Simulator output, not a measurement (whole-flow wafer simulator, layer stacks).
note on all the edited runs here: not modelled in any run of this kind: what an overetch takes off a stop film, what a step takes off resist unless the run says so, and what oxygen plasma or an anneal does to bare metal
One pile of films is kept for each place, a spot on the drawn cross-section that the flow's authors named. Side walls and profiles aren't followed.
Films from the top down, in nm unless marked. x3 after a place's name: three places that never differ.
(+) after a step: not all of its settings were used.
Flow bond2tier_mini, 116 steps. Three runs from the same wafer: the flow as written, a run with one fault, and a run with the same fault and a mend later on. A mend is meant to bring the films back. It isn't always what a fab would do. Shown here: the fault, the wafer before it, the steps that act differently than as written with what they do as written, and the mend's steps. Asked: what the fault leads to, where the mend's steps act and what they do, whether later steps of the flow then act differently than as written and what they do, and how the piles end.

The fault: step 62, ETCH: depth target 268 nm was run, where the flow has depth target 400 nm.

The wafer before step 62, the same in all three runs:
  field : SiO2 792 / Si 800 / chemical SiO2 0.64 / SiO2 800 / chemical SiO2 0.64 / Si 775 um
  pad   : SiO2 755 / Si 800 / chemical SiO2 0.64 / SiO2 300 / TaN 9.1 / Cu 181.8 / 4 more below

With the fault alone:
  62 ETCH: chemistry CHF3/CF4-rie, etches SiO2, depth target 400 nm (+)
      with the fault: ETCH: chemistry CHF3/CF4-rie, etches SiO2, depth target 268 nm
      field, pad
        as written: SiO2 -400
        with the fault: SiO2 -268
  No later step of the flow acts differently than as written at any place that is followed.
  At the end the piles differ from the flow's by more than 2% or 0.5 nm, whichever is larger, at field, pad.
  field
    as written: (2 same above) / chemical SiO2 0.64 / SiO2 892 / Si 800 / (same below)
    with the fault: (2 same above) / chemical SiO2 0.64 / SiO2 1024 / Si 800 / (same below)
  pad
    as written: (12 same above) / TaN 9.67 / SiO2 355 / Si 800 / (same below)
    with the fault: (12 same above) / TaN 9.67 / SiO2 487 / Si 800 / (same below)

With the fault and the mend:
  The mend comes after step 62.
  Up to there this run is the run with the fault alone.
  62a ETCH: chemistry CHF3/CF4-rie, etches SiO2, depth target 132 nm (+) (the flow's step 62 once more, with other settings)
      field, pad
        SiO2 -132
  No later step of the flow acts differently than as written at any place that is followed.
  At the end the piles are the same as the flow's at every place that both follow.
